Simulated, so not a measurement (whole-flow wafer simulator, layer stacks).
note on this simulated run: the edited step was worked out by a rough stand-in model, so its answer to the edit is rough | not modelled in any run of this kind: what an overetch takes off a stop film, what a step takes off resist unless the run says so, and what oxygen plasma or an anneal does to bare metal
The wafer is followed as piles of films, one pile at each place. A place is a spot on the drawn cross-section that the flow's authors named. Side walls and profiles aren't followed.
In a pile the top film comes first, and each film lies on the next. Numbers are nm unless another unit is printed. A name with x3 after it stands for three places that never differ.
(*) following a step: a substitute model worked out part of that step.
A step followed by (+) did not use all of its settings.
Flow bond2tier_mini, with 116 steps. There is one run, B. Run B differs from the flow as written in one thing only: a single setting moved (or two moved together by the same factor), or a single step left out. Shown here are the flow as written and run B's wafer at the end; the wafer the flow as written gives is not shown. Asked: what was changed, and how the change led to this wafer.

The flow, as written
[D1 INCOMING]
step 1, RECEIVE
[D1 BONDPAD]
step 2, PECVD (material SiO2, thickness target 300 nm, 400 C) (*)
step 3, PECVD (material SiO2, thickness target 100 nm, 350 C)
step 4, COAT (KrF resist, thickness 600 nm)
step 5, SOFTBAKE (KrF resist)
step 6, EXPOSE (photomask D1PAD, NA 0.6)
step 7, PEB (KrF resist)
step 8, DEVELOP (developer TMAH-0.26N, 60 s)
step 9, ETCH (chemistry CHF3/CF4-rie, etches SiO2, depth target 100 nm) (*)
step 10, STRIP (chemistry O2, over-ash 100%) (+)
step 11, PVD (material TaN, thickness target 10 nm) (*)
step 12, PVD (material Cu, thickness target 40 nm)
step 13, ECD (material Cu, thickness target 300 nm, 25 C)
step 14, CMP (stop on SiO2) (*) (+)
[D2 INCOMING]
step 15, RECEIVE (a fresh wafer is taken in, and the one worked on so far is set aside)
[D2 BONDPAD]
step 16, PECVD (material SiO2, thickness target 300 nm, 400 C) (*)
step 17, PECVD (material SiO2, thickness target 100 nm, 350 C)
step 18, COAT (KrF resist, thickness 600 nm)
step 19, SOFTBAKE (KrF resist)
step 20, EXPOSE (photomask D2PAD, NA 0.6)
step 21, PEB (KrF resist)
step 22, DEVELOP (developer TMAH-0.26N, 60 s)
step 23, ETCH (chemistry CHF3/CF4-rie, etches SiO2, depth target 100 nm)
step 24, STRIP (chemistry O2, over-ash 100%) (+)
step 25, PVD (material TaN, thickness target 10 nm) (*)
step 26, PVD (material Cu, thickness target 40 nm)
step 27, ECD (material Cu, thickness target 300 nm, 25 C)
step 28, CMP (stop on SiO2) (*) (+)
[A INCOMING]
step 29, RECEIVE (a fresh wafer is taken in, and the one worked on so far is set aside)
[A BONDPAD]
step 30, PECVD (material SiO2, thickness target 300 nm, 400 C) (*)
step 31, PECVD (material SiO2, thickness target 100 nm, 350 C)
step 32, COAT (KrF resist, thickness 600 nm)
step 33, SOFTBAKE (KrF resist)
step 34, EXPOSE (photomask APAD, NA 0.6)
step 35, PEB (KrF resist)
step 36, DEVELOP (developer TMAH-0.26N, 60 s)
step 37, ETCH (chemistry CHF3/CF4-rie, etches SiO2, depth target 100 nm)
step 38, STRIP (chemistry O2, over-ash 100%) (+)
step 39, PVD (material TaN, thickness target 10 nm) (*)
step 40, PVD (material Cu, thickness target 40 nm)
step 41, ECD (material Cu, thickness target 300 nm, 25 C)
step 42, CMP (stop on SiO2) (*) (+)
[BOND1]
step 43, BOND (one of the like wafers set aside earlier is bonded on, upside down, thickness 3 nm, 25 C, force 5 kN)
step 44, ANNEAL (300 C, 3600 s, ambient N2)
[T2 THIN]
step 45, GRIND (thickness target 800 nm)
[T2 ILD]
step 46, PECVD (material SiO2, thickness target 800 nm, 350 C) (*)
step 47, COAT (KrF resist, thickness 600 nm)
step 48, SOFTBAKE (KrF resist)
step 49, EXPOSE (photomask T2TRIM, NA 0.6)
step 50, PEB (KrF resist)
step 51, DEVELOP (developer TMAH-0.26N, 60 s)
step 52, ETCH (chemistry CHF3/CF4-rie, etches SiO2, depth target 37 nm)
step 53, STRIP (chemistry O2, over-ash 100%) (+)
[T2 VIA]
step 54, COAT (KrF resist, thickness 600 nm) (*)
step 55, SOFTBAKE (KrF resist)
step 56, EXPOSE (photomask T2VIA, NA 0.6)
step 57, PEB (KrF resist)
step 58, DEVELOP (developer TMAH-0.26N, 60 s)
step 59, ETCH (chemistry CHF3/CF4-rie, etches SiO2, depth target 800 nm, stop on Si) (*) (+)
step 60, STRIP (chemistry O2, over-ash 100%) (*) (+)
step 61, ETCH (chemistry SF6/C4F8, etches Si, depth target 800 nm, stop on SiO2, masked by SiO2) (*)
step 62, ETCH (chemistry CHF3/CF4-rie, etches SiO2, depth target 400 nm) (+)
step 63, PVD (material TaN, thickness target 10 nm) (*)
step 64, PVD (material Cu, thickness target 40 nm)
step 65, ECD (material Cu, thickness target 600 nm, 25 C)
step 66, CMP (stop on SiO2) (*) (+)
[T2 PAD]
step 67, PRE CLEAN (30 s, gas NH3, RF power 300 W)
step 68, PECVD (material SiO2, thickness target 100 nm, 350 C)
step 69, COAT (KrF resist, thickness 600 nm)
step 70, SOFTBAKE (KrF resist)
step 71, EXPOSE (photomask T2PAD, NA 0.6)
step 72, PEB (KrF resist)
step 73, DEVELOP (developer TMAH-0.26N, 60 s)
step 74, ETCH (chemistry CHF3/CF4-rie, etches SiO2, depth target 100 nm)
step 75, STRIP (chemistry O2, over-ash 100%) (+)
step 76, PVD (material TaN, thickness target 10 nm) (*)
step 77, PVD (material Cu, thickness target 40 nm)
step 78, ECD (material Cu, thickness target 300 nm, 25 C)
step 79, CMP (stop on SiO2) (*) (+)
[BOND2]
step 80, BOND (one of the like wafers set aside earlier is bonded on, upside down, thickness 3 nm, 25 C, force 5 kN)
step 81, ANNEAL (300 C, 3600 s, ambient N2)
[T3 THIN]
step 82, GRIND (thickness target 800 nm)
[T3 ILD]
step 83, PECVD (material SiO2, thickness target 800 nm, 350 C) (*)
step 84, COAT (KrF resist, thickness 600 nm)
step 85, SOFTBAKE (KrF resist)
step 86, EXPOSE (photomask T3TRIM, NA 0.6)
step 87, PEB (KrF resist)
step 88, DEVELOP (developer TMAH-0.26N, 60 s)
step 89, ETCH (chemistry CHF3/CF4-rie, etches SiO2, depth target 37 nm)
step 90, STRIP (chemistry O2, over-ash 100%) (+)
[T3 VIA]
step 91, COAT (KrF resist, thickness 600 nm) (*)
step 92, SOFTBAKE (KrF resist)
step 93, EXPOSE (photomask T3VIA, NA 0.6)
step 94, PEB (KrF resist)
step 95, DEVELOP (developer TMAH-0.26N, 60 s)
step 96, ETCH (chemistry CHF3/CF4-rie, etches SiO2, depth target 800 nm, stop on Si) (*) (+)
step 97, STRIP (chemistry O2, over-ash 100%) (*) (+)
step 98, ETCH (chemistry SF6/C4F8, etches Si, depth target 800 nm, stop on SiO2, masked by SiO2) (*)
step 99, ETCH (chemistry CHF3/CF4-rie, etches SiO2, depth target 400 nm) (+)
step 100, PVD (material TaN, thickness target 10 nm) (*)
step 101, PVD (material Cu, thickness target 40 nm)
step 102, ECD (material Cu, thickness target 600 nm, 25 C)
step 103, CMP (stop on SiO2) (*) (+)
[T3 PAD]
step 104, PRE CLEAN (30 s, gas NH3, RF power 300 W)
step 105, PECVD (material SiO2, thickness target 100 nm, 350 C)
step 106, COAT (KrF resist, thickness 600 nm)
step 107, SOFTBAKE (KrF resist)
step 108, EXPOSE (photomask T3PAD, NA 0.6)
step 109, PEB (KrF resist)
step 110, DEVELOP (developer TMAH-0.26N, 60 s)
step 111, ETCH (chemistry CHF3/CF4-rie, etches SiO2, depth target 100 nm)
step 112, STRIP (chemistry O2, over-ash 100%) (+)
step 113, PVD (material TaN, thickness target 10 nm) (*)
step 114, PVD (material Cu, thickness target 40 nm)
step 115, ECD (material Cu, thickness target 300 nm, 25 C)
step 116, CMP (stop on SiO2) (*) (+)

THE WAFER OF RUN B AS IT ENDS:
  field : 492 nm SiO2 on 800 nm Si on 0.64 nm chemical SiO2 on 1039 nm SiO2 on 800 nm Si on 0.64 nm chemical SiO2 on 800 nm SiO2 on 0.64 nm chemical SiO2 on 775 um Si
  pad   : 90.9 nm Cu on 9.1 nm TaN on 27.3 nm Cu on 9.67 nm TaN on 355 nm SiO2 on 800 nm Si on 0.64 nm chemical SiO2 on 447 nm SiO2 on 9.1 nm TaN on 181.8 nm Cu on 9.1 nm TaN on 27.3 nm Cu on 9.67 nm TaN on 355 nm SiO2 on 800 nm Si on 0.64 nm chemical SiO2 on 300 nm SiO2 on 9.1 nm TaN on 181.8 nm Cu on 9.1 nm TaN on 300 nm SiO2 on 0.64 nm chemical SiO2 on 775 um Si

The reason: step 16, PECVD: thickness target 447 nm was run, while the flow as written has thickness target 300 nm.
One can read it off the wafer: pad has SiO2 447, and step 16 as written asks for 300 nm.

Step by step, how the change led to this:
  step 16, PECVD (material SiO2, thickness target 300 nm, 400 C) (*)
      field, pad, via: +447 SiO2 (new film) (it would be, as written: +300 SiO2 (new film))
  step 80, BOND (one of the like wafers set aside earlier is bonded on, upside down, thickness 3 nm, 25 C, force 5 kN)
      field: +775 um Si (new film), +0.64 chemical SiO2 (new film), +547 SiO2 (it would be, as written: +775 um Si (new film), +0.64 chemical SiO2 (new film), +400 SiO2)
      pad: +775 um Si (new film), +0.64 chemical SiO2 (new film), +447 SiO2 (new film), +9.1 TaN (new film), +90.9 Cu (it would be, as written: +775 um Si (new film), +0.64 chemical SiO2 (new film), +300 SiO2 (new film), +9.1 TaN (new film), +90.9 Cu)
